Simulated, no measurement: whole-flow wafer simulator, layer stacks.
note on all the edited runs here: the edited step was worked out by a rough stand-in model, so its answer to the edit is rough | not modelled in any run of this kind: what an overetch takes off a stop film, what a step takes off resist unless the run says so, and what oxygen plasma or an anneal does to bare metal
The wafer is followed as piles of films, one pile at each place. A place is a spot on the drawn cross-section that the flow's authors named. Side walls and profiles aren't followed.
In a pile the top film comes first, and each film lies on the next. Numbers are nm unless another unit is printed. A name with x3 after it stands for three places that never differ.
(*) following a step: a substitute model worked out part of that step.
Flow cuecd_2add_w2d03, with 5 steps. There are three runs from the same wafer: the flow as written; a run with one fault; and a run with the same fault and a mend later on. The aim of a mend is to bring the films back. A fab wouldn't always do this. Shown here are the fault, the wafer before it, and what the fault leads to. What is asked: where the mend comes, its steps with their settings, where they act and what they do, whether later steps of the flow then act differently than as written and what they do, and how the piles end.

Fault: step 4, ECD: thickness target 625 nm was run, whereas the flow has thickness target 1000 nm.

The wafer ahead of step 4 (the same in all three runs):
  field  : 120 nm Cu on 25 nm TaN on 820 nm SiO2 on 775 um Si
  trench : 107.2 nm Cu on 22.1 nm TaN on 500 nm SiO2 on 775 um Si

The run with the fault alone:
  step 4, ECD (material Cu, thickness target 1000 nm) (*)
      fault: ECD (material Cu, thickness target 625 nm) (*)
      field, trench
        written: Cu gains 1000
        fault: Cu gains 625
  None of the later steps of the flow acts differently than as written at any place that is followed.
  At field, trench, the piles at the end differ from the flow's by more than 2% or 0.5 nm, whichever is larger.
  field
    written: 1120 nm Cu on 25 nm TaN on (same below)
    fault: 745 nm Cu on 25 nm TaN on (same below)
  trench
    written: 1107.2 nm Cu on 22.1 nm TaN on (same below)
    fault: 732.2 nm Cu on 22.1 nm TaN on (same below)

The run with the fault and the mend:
  The mend stands after step 5.
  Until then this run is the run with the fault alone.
  step 5a, ECD (material Cu, thickness target 375 nm) (*) (the flow's step 4 again, with other settings)
      field, trench
        Cu gains 375
  None of the later steps of the flow acts differently than as written at any place that is followed.
  At every place that both follow, the piles at the end match the flow's.
